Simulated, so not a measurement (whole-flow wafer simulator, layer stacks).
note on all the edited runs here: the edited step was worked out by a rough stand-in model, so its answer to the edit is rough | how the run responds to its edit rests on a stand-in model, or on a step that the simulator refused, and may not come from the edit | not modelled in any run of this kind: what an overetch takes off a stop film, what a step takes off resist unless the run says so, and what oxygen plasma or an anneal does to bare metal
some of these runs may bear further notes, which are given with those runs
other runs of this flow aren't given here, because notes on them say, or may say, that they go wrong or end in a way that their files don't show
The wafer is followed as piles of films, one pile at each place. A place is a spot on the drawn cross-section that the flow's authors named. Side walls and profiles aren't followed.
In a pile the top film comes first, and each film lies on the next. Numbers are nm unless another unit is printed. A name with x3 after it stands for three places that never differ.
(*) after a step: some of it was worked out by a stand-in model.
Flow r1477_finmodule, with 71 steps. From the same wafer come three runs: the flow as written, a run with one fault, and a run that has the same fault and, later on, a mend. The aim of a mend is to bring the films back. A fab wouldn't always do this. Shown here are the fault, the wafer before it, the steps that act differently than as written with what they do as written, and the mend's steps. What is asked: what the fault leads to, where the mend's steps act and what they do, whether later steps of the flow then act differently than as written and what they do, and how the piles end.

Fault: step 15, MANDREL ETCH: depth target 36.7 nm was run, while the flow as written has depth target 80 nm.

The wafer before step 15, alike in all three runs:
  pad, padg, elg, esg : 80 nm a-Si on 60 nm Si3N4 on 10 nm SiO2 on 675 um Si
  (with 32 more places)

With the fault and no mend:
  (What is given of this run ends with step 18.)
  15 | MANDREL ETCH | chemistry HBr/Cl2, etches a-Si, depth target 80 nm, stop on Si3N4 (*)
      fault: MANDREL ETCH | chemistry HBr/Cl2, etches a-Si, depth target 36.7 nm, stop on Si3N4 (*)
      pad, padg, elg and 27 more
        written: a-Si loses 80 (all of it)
        fault: a-Si loses 36.7
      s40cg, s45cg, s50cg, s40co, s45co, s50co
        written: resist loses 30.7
        fault: resist loses 14.1
  Steps further on in the flow that do not act as written:
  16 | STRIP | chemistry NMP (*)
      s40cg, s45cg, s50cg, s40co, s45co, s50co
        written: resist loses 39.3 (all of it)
        fault: resist loses 55.9 (all of it)
  Once step 18 is done, the piles at pad, padg, elg and 27 more depart from the flow's by more than 2% or 0.5 nm, whichever is larger.
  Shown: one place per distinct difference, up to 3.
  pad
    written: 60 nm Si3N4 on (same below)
    fault: 43.3 nm a-Si on 60 nm Si3N4 on (same below)

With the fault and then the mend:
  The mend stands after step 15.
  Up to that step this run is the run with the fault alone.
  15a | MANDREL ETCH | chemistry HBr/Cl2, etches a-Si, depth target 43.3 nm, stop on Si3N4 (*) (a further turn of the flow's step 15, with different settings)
      pad, padg, elg and 27 more
        a-Si loses 43.3 (all of it)
      s40cg, s45cg, s50cg, s40co, s45co, s50co
        resist loses 16.6
  None of the later steps of the flow acts differently than as written at any place that is followed.
  By the end, the piles equal the flow's at every place that both follow.
